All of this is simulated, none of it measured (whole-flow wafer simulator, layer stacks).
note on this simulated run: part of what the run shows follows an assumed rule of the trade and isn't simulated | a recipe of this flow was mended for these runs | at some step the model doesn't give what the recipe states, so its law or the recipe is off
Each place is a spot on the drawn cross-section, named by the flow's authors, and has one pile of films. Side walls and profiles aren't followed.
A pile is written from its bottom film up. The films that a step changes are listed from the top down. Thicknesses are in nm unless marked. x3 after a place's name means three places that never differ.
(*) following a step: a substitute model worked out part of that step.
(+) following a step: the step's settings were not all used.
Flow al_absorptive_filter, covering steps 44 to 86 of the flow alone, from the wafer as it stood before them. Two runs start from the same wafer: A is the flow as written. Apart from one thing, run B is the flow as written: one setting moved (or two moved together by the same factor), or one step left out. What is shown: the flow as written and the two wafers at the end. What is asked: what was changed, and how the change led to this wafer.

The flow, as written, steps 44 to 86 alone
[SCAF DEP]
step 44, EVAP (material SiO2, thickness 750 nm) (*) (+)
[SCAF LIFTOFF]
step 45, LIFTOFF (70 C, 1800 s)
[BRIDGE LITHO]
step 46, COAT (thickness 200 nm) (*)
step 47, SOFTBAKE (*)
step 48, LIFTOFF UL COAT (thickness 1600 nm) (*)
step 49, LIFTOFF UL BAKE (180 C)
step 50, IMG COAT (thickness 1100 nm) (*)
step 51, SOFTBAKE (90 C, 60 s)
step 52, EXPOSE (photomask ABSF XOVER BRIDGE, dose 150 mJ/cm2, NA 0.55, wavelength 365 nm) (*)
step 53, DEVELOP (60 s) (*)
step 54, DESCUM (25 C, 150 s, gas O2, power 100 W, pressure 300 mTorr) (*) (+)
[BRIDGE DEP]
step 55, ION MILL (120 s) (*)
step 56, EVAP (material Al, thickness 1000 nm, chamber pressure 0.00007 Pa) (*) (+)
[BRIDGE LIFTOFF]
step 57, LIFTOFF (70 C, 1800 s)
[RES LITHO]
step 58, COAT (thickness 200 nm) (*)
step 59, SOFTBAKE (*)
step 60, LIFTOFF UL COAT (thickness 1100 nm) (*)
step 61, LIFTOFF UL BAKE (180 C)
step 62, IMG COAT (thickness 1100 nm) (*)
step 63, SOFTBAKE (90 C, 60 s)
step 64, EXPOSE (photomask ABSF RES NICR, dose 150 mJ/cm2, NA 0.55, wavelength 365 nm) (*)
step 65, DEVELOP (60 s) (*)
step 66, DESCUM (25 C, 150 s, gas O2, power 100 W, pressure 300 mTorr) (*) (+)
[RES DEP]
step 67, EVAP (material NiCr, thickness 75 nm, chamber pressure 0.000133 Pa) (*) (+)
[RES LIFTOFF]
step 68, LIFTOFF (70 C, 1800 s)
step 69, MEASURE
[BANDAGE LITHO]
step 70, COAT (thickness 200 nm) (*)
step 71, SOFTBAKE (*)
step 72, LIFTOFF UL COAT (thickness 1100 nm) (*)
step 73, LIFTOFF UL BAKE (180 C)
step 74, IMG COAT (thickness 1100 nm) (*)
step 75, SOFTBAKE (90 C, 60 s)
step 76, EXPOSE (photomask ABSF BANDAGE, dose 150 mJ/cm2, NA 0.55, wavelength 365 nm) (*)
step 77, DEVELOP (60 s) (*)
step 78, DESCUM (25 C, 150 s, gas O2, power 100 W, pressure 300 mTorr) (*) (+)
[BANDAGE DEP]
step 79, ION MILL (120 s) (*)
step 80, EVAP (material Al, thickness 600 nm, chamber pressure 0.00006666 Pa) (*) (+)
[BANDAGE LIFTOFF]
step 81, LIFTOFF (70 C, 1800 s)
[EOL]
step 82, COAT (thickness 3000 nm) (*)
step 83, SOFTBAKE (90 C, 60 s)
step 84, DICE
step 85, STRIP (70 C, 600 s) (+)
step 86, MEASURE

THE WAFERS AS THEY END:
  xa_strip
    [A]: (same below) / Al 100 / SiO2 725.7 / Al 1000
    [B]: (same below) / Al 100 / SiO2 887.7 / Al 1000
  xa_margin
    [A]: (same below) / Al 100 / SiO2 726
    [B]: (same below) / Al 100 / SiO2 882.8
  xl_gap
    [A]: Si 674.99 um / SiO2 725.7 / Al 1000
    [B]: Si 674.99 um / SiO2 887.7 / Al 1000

Cause: step 44, EVAP: thickness 912 nm was run, while the flow as written has thickness 750 nm.

How this came from the change, step by step:
  step 44, EVAP (material SiO2, thickness 750 nm) (*) (+)
      gnd, pad_far, pad_near and 10 more: A SiO2 gains 750 (new film) | B SiO2 gains 912 (new film)
      xa_margin: A SiO2 gains 726 (new film) | B SiO2 gains 882.8 (new film)
  step 45, LIFTOFF (70 C, 1800 s)
      gnd, xa_field, xl_land, idc_field: A SiO2 loses 750 (all of it), i-line-resist loses 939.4 (all of it), lift-off-underlayer loses 1100 (all of it), acrylic-e-beam-resist loses 200 (all of it) | B SiO2 loses 912 (all of it), i-line-resist loses 939.4 (all of it), lift-off-underlayer loses 1100 (all of it), acrylic-e-beam-resist loses 200 (all of it)
      pad_far: A SiO2 loses 750 (all of it), i-line-resist loses 937 (all of it), lift-off-underlayer loses 1092.7 (all of it), acrylic-e-beam-resist loses 198.5 (all of it) | B SiO2 loses 912 (all of it), i-line-resist loses 937 (all of it), lift-off-underlayer loses 1092.7 (all of it), acrylic-e-beam-resist loses 198.5 (all of it)
      (also at 5 further places)
  step 46, COAT (thickness 200 nm) (*)
      xa_margin: A acrylic-e-beam-resist gains 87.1 (new film) | B acrylic-e-beam-resist gains 82.4 (new film)
      xa_strip: A acrylic-e-beam-resist gains 156.7 (new film) | B acrylic-e-beam-resist gains 143.4 (new film)
      (also at 2 further places)
  step 48, LIFTOFF UL COAT (thickness 1600 nm) (*)
      xa_margin: A lift-off-underlayer gains 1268 (new film) | B lift-off-underlayer gains 1189.8 (new film)
      xa_strip: A lift-off-underlayer gains 1219 (new film) | B lift-off-underlayer gains 1155.6 (new film)
      (also at 2 further places)
  step 50, IMG COAT (thickness 1100 nm) (*)
      xa_margin: A i-line-resist gains 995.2 (new film) | B i-line-resist gains 965.5 (new film)
      xa_strip: A i-line-resist gains 962 (new film) | B i-line-resist gains 924.4 (new film)
      (also at 2 further places)
  step 53, DEVELOP (60 s) (*)
      xa_strip: A i-line-resist loses 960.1 (all of it), lift-off-underlayer loses 1219 (all of it) | B i-line-resist loses 922 (all of it), lift-off-underlayer loses 1155.6 (all of it)
      xl_gap: A i-line-resist loses 1001.2 (all of it), lift-off-underlayer loses 1316.9 (all of it) | B i-line-resist loses 971.7 (all of it), lift-off-underlayer loses 1237.6 (all of it)
      (also at 1 further place)
  step 54, DESCUM (25 C, 150 s, gas O2, power 100 W, pressure 300 mTorr) (*) (+)
      xa_strip: A acrylic-e-beam-resist loses 156.7 (all of it) | B acrylic-e-beam-resist loses 143.4 (all of it)
      xl_gap: A acrylic-e-beam-resist loses 97.9 (all of it) | B acrylic-e-beam-resist loses 88.2 (all of it)
      (also at 1 further place)
  step 57, LIFTOFF (70 C, 1800 s)
      xa_margin: A Al loses 1000 (all of it), i-line-resist loses 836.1 (all of it), lift-off-underlayer loses 1268 (all of it), acrylic-e-beam-resist loses 87.1 (all of it) | B Al loses 1000 (all of it), i-line-resist loses 804 (all of it), lift-off-underlayer loses 1189.8 (all of it), acrylic-e-beam-resist loses 82.4 (all of it)
  step 58, COAT (thickness 200 nm) (*)
      xa_margin: A acrylic-e-beam-resist gains 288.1 (new film) | B acrylic-e-beam-resist gains 264.1 (new film)
      xa_strip: A acrylic-e-beam-resist gains 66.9 (new film) | B acrylic-e-beam-resist gains 59.7 (new film)
      (also at 2 further places)
  step 60, LIFTOFF UL COAT (thickness 1100 nm) (*)
      xa_margin: A lift-off-underlayer gains 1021 (new film) | B lift-off-underlayer gains 988 (new film)
      xa_strip: A lift-off-underlayer gains 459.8 (new film) | B lift-off-underlayer gains 428.3 (new film)
      (also at 2 further places)
  step 62, IMG COAT (thickness 1100 nm) (*)
      xa_margin: A i-line-resist gains 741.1 (new film) | B i-line-resist gains 696.1 (new film)
      xa_strip: A i-line-resist gains 577.9 (new film) | B i-line-resist gains 518.2 (new film)
      (also at 2 further places)
  step 63, SOFTBAKE (90 C, 60 s)
      xl_turn: A i-line-resist loses 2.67 | B i-line-resist loses 3.31
  step 68, LIFTOFF (70 C, 1800 s)
      xa_margin: A NiCr loses 75 (all of it), i-line-resist loses 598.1 (all of it), lift-off-underlayer loses 1021 (all of it), acrylic-e-beam-resist loses 288.1 (all of it) | B NiCr loses 75 (all of it), i-line-resist loses 552.8 (all of it), lift-off-underlayer loses 988 (all of it), acrylic-e-beam-resist loses 264.1 (all of it)
      xa_strip: A NiCr loses 75 (all of it), i-line-resist loses 433.3 (all of it), lift-off-underlayer loses 459.8 (all of it), acrylic-e-beam-resist loses 66.9 (all of it) | B NiCr loses 75 (all of it), i-line-resist loses 373.9 (all of it), lift-off-underlayer loses 428.3 (all of it), acrylic-e-beam-resist loses 59.7 (all of it)
      (also at 2 further places)
  step 70, COAT (thickness 200 nm) (*)
      xa_margin: A acrylic-e-beam-resist gains 288.1 (new film) | B acrylic-e-beam-resist gains 264.1 (new film)
      xa_strip: A acrylic-e-beam-resist gains 66.9 (new film) | B acrylic-e-beam-resist gains 59.7 (new film)
      (also at 2 further places)
  step 72, LIFTOFF UL COAT (thickness 1100 nm) (*)
      xa_margin: A lift-off-underlayer gains 1021 (new film) | B lift-off-underlayer gains 988 (new film)
      xa_strip: A lift-off-underlayer gains 459.8 (new film) | B lift-off-underlayer gains 428.3 (new film)
      (also at 2 further places)
  step 74, IMG COAT (thickness 1100 nm) (*)
      xa_margin: A i-line-resist gains 741.1 (new film) | B i-line-resist gains 696.1 (new film)
      xa_strip: A i-line-resist gains 577.9 (new film) | B i-line-resist gains 518.2 (new film)
      (also at 2 further places)
  ... 4 other steps ...
  step 85, STRIP (70 C, 600 s) (+)
      xa_margin: A i-line-resist loses 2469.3 (all of it) | B i-line-resist loses 2343.1 (all of it)
      xa_strip: A i-line-resist loses 1477 (all of it) | B i-line-resist loses 1347.9 (all of it)
      (also at 2 further places)
